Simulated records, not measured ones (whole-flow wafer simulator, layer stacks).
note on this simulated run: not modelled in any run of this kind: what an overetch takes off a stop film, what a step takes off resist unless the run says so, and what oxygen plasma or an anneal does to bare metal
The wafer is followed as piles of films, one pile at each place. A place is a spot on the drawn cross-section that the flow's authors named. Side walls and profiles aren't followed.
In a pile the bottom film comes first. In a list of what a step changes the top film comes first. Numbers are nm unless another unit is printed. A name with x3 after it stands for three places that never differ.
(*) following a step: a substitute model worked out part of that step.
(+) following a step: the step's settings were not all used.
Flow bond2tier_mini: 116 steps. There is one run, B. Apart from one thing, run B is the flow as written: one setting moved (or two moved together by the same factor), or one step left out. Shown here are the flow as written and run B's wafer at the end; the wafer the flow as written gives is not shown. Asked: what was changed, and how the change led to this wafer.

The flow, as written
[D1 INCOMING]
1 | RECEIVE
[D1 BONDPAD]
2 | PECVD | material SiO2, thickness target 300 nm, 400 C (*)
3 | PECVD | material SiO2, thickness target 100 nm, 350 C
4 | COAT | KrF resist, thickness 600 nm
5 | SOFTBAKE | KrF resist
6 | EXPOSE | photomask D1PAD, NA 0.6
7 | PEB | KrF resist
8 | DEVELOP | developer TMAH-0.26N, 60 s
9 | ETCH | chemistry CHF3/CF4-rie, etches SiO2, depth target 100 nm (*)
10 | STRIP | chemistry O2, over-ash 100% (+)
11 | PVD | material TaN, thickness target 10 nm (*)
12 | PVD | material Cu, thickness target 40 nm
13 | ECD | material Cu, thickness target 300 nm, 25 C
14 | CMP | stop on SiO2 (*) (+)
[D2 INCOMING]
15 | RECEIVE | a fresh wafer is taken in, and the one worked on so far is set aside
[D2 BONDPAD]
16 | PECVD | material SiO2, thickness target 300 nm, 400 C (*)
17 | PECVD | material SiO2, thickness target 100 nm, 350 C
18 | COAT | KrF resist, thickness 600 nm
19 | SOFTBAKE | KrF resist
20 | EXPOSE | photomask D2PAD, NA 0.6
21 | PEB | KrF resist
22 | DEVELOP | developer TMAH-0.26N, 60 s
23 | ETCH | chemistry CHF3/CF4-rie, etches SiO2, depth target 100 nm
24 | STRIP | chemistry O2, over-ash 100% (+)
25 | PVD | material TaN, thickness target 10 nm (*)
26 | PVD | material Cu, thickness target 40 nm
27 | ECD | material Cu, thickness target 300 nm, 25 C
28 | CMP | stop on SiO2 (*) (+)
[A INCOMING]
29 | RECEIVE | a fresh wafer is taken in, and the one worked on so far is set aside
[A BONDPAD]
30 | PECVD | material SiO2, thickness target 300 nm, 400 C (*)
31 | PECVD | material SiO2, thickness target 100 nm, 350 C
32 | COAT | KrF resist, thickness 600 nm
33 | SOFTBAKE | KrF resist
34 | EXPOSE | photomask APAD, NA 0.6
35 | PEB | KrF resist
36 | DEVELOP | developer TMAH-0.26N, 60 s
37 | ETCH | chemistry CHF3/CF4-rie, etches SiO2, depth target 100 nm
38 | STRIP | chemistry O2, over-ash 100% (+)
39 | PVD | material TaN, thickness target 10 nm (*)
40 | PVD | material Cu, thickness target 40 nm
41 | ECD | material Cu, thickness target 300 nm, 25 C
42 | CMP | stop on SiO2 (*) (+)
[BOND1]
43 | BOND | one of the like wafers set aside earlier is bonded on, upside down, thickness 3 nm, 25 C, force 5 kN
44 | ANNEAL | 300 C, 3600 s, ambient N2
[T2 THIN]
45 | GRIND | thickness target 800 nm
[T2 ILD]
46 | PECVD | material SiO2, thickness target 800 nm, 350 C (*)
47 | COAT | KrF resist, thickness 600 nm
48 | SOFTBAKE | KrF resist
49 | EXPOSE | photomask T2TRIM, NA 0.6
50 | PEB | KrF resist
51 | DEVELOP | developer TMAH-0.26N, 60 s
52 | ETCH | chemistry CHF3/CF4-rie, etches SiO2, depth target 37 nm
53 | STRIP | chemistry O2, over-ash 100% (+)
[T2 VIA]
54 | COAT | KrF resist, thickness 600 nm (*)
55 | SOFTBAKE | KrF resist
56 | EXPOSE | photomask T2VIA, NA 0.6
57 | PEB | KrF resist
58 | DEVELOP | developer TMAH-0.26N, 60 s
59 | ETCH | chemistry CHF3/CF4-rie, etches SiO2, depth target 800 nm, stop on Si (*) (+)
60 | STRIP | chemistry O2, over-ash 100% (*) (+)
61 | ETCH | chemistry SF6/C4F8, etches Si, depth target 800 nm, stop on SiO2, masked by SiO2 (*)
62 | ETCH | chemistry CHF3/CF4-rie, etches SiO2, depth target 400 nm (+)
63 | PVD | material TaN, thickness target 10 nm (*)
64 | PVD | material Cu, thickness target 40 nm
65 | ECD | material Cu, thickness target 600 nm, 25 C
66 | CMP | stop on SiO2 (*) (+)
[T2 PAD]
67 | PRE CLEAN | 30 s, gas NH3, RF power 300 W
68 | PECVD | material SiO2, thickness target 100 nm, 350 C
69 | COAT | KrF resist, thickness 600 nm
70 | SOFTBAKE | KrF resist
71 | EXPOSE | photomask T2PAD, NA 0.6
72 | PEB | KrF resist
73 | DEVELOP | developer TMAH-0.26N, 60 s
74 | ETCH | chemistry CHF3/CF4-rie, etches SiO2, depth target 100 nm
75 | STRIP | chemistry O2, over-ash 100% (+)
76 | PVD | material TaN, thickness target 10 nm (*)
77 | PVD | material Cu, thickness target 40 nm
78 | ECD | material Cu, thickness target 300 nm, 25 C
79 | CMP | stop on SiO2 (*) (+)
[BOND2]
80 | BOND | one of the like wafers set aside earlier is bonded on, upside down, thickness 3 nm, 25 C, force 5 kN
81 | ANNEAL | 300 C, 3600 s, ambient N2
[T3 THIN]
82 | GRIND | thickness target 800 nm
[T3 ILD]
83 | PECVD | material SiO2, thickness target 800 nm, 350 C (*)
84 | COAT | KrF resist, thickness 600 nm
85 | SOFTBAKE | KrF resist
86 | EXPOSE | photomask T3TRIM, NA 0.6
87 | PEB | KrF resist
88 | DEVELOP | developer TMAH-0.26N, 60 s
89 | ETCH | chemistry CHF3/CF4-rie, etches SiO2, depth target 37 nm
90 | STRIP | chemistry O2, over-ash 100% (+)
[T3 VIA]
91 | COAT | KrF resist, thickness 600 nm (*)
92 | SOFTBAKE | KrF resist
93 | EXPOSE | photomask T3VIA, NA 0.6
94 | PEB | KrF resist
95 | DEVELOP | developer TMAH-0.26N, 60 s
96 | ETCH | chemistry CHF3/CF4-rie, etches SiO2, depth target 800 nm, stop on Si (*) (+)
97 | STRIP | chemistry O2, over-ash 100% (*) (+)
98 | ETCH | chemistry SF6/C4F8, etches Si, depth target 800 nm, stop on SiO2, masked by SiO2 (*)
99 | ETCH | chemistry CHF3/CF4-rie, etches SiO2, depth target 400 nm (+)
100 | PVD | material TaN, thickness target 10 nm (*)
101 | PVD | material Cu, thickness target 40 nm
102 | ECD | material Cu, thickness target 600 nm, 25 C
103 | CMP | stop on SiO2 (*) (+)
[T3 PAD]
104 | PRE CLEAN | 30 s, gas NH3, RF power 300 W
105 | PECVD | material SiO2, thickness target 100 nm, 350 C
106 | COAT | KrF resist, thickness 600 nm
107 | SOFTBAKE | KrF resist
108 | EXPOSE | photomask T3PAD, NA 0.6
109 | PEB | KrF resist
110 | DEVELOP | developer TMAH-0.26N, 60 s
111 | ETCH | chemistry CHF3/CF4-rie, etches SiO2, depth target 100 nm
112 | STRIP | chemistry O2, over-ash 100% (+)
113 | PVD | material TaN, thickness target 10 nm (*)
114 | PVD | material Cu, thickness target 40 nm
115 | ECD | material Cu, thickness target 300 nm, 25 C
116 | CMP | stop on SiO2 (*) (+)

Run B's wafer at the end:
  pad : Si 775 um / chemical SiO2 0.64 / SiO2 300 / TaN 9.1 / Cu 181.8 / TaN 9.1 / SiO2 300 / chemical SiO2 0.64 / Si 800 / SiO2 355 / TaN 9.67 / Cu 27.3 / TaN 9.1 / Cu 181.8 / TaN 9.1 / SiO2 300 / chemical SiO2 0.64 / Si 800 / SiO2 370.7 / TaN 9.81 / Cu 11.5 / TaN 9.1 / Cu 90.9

Cause: step 89, ETCH: depth target 21.3 nm was run, though the flow has depth target 37 nm.

Step by step, how the change led to this:
  89 | ETCH | chemistry CHF3/CF4-rie, etches SiO2, depth target 37 nm
      field: KrF resist loses 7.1 (it would be, as written: KrF resist loses 12.3)
      pad: SiO2 loses 21.3 (it would be, as written: SiO2 loses 37)
  97 | STRIP | chemistry O2, over-ash 100% (*) (+)
      field: KrF resist loses 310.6 (all of it) (it would be, as written: KrF resist loses 303.9 (all of it))
      pad: KrF resist loses 329 (all of it) (it would be, as written: KrF resist loses 336 (all of it))
  102 | ECD | material Cu, thickness target 600 nm, 25 C
      pad: Cu gains 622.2 (it would be, as written: Cu gains 638.7)
